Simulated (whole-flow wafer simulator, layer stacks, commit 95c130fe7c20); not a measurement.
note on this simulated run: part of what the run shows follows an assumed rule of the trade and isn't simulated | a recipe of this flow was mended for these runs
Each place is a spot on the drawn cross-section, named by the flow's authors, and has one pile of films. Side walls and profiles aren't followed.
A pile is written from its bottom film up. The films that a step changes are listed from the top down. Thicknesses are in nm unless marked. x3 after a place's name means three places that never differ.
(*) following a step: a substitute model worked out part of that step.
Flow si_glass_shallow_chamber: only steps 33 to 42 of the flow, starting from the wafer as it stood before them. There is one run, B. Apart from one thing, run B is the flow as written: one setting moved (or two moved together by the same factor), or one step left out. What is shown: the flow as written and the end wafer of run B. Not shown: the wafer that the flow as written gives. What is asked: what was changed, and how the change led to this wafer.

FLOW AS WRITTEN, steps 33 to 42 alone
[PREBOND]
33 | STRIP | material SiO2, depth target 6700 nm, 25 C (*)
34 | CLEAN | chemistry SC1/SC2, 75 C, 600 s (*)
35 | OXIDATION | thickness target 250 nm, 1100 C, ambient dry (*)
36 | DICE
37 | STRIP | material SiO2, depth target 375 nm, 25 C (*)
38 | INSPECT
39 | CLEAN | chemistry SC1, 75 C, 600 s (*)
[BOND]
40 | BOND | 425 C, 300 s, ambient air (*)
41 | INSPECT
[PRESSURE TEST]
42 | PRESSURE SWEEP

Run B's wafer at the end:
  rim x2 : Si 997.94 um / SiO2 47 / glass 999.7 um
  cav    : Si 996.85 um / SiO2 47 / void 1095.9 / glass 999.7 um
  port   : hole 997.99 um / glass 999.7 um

The reason: step 35, OXIDATION: thickness target 537.5 nm was run, whereas the flow has thickness target 250 nm.

Step by step, how the change led to this:
  35 | OXIDATION | thickness target 250 nm, 1100 C, ambient dry (*)
      rim x2, cav, septum, ring: SiO2 gains 537.5 (new film), chemical SiO2 loses 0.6 (all of it), Si loses 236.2 (in the flow as written it would be: SiO2 gains 250 (new film), chemical SiO2 loses 0.6 (all of it), Si loses 109.7)
  37 | STRIP | material SiO2, depth target 375 nm, 25 C (*)
      rim x2, cav, septum, ring: SiO2 loses 487.5 (in the flow as written it would be: SiO2 loses 250 (all of it))
  39 | CLEAN | chemistry SC1, 75 C, 600 s (*)
      rim x2, cav, septum, ring: SiO2 loses 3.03 (in the flow as written it would be: chemical SiO2 gains 0.6 (new film), Si loses 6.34)
  40 | BOND | 425 C, 300 s, ambient air (*)
      port: glass gains 999.7 um (new film), hole gains 943.5 (in the flow as written it would be: glass gains 999.7 um (new film), hole gains 1017.3)
